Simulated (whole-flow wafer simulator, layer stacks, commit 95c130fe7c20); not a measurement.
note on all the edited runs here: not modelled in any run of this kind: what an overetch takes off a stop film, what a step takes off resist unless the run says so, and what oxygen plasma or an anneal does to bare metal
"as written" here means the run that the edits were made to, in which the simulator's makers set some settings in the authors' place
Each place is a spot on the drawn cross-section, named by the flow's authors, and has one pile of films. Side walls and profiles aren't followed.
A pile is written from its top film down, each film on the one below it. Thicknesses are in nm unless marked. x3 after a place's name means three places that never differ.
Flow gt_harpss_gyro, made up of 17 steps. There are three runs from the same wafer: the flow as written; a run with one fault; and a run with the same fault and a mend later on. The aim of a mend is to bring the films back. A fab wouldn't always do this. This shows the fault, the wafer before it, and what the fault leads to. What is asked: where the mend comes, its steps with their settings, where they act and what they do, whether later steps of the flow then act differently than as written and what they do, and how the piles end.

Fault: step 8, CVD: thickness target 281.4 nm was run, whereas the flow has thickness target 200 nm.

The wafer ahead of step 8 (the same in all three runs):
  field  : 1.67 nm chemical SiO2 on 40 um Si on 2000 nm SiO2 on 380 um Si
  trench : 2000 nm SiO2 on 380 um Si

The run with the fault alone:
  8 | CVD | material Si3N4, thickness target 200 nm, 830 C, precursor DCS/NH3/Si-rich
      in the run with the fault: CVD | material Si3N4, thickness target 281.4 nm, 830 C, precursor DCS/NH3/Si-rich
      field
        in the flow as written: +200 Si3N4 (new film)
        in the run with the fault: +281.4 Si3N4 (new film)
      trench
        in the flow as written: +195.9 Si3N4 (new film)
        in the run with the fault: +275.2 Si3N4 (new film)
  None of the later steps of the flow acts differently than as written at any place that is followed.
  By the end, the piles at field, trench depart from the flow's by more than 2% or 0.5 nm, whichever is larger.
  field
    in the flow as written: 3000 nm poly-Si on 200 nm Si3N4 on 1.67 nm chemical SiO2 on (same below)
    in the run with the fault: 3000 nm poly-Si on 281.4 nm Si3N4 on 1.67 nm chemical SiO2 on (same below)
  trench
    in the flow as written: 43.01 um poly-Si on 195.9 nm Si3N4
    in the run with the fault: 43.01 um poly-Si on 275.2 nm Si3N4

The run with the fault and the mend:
  The mend follows step 8.
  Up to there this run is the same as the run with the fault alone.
  8a | ETCH | chemistry h3po4, depth target 80.94 nm
      field, trench
        -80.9 Si3N4
  None of the later steps of the flow acts differently than as written at any place that is followed.
  When the end is reached, the piles differ only a little from the flow's at the places that both follow, at most by 2% or 0.5 nm, whichever is larger.
